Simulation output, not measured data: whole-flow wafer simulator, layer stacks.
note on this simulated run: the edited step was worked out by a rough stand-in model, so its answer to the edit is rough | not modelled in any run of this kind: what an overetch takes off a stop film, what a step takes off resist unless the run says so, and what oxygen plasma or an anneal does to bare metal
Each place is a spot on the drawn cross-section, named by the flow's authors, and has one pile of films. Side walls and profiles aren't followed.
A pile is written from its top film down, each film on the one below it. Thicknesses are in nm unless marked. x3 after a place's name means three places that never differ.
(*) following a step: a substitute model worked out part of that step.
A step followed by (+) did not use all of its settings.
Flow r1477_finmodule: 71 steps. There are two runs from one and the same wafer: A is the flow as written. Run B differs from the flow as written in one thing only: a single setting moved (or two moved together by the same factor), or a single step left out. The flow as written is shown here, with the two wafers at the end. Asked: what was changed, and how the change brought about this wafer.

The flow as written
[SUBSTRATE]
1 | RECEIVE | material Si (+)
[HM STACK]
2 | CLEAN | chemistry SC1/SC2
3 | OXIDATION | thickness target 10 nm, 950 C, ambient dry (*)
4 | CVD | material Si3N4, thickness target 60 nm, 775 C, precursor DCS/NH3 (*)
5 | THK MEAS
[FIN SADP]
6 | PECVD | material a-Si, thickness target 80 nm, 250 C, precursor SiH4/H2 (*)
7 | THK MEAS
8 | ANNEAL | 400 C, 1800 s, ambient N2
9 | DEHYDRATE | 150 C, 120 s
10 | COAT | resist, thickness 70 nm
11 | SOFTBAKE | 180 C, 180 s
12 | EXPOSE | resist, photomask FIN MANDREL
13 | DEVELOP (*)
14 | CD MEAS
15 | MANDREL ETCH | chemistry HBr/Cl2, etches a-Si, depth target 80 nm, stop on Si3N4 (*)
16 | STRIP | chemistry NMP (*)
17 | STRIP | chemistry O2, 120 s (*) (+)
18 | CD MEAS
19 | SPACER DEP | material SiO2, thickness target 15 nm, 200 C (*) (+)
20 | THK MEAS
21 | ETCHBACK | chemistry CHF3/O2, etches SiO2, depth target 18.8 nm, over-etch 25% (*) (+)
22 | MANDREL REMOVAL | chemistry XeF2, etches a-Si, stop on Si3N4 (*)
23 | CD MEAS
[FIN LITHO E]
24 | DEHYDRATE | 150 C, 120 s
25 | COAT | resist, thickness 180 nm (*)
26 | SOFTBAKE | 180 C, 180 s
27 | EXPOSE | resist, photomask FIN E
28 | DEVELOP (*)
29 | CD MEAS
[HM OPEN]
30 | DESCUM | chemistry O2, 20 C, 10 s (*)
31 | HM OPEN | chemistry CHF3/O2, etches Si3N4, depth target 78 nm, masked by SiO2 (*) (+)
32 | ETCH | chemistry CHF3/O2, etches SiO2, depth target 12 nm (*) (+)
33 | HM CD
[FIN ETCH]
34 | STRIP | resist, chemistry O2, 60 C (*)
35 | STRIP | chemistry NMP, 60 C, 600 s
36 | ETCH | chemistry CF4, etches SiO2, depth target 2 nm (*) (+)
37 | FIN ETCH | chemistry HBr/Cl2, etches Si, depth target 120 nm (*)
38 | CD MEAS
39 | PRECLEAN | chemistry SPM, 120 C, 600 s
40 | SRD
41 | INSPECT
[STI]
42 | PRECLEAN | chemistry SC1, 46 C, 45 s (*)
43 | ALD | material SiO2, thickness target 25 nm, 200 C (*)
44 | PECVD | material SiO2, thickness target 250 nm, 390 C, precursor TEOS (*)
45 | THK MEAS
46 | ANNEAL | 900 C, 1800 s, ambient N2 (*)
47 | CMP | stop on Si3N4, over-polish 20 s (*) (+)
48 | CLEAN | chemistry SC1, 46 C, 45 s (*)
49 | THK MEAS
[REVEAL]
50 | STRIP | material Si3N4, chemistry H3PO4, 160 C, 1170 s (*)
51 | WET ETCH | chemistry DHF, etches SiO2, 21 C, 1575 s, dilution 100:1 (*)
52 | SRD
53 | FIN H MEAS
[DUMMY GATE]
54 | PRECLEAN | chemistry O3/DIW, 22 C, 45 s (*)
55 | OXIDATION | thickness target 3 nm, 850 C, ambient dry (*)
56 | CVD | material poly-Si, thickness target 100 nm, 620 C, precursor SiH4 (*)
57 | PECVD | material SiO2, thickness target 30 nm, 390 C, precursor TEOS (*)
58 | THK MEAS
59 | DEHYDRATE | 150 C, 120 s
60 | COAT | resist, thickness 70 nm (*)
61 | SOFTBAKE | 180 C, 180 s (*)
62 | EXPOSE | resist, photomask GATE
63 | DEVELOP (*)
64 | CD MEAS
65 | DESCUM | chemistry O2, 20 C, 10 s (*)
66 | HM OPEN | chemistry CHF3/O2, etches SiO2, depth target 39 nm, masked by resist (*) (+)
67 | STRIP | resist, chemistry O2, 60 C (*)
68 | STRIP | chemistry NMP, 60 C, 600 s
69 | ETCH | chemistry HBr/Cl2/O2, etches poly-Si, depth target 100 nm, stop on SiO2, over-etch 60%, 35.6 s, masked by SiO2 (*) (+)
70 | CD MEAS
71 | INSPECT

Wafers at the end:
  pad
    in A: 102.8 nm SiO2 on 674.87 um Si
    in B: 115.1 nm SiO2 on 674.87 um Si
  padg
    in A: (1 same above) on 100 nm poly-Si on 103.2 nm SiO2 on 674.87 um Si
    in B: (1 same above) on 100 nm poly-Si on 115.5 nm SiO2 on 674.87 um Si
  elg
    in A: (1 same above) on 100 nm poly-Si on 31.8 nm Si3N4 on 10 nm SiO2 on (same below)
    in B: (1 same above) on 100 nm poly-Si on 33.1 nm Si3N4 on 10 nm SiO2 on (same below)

Cause: step 51, WET ETCH: 17.26 C was run, while the flow as written has 21 C.

The path from the change to this, step by step:
  51 | WET ETCH | chemistry DHF, etches SiO2, 21 C, 1575 s, dilution 100:1 (*)
      pad, padg, e40sg and 12 more: A -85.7 SiO2 | B -73.4 SiO2
      elg, e40lg, e100lg, e200lg, elo, e40lo, e100lo, e200lo: A -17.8 SiO2 (all of it), -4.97 Si3N4 | B -17.8 SiO2 (all of it), -3.66 Si3N4
      (also at 7 further places)
  56 | CVD | material poly-Si, thickness target 100 nm, 620 C, precursor SiH4 (*)
      s40cg, s40co: A +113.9 poly-Si (new film) | B +102.6 poly-Si (new film)
      s45cg, s45co: A +113.4 poly-Si (new film) | B +102 poly-Si (new film)
      (also at 3 further places)
  60 | COAT | resist, thickness 70 nm (*)
      e40sg, eso, e40so: A +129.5 resist (new film) | B +119.1 resist (new film)
      e100sg, e100so: A +129.4 resist (new film) | B +119 resist (new film)
      (also at 8 further places)
  63 | DEVELOP (*)
      eso, e40so: A -129.5 resist (all of it) | B -119.1 resist (all of it)
      e100so: A -129.4 resist (all of it) | B -119 resist (all of it)
      (also at 4 further places)
  67 | STRIP | resist, chemistry O2, 60 C (*)
      e40sg: A -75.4 resist (all of it) | B -65 resist (all of it)
      e100sg: A -75.3 resist (all of it) | B -64.9 resist (all of it)
      (also at 4 further places)
  69 | ETCH | chemistry HBr/Cl2/O2, etches poly-Si, depth target 100 nm, stop on SiO2, over-etch 60%, 35.6 s, masked by SiO2 (*) (+)
      s40co: A -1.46 chemical SiO2 (all of it), -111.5 poly-Si (all of it), -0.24 SiO2 | B -1.4 chemical SiO2 (all of it), -100.2 poly-Si (all of it), -0.3 SiO2
      s45co: A -1.46 chemical SiO2 (all of it), -110.9 poly-Si (all of it), -0.25 SiO2 | B -1.4 chemical SiO2 (all of it), -99.6 poly-Si (all of it), -0.32 SiO2
      (also at 1 further place)
